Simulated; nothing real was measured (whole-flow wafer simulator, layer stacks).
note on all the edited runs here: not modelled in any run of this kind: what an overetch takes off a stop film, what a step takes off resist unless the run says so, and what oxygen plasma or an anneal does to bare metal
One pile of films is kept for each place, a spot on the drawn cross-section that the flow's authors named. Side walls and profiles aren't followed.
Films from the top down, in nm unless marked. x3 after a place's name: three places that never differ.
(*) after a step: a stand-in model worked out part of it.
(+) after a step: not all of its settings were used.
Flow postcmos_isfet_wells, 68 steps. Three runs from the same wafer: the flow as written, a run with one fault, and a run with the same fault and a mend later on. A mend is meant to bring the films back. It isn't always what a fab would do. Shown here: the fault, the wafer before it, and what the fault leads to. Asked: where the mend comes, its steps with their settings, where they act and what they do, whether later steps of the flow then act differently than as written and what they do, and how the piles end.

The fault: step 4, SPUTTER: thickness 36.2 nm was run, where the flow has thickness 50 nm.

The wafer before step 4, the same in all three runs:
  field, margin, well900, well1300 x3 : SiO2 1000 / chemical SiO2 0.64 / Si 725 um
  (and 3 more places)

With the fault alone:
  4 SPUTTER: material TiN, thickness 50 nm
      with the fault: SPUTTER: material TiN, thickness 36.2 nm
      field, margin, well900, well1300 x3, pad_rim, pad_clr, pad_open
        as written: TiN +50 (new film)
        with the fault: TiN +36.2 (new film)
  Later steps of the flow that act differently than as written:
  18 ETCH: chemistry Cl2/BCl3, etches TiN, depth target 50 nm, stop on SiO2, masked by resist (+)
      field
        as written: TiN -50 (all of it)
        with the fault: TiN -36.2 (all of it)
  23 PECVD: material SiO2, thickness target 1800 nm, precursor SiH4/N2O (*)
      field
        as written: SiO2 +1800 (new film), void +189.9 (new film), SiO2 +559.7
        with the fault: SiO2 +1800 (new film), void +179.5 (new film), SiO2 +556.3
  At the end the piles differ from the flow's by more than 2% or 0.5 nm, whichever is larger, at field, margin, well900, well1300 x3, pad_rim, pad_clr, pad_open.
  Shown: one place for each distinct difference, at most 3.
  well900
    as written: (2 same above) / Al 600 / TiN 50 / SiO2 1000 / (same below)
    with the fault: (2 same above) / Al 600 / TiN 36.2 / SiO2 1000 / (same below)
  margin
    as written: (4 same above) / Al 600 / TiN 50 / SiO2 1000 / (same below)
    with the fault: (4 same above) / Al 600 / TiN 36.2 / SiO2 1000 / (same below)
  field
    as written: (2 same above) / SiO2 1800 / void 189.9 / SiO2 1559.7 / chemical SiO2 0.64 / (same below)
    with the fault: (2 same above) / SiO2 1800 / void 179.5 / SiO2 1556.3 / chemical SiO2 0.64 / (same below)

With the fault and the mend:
  The mend comes after step 4.
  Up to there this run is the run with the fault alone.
  4a SPUTTER: material TiN, thickness 13.8 nm (the flow's step 4 once more, with other settings)
      field, margin, well900, well1300 x3, pad_rim, pad_clr, pad_open
        TiN +13.8
  No later step of the flow acts differently than as written at any place that is followed.
  At the end the piles are the same as the flow's at every place that both follow.
